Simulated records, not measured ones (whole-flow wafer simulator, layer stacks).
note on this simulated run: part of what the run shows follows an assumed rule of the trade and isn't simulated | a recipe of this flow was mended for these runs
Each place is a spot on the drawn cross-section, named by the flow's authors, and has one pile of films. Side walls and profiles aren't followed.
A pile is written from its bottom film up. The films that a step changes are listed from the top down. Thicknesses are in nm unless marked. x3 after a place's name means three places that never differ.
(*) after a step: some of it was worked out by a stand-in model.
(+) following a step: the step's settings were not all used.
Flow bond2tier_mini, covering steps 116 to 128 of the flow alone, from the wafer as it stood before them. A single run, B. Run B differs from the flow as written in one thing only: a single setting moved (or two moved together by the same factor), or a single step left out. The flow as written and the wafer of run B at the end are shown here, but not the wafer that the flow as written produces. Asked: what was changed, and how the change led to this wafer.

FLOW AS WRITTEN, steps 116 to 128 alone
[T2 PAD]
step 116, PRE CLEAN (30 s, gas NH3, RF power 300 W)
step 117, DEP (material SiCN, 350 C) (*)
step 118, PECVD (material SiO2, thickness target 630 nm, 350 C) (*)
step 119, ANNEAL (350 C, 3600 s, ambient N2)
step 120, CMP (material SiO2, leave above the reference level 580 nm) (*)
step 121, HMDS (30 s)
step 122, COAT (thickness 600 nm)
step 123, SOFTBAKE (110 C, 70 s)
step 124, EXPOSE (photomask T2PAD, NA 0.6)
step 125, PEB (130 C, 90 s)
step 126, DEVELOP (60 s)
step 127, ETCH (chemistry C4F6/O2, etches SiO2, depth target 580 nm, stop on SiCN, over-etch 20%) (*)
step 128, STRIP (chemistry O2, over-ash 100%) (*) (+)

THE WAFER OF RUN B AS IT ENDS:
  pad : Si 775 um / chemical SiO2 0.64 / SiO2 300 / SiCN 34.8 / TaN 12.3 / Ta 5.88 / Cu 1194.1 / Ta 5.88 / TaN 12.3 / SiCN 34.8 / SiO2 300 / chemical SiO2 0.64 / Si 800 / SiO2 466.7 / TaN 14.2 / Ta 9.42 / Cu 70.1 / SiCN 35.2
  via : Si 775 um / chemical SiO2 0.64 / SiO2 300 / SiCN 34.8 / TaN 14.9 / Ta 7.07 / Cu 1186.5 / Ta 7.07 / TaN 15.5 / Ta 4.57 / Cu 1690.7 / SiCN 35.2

What caused this: step 127, ETCH: depth target 556.6 nm was run, though the flow has depth target 580 nm.

How this came from the change, step by step:
  step 127, ETCH (chemistry C4F6/O2, etches SiO2, depth target 580 nm, stop on SiCN, over-etch 20%) (*)
      pad, via: -580 SiO2 (all of it), -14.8 SiCN (as written it would have been: -580 SiO2 (all of it), -19.6 SiCN)
      field: -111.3 thick-KrF-resist (as written it would have been: -116 thick-KrF-resist)
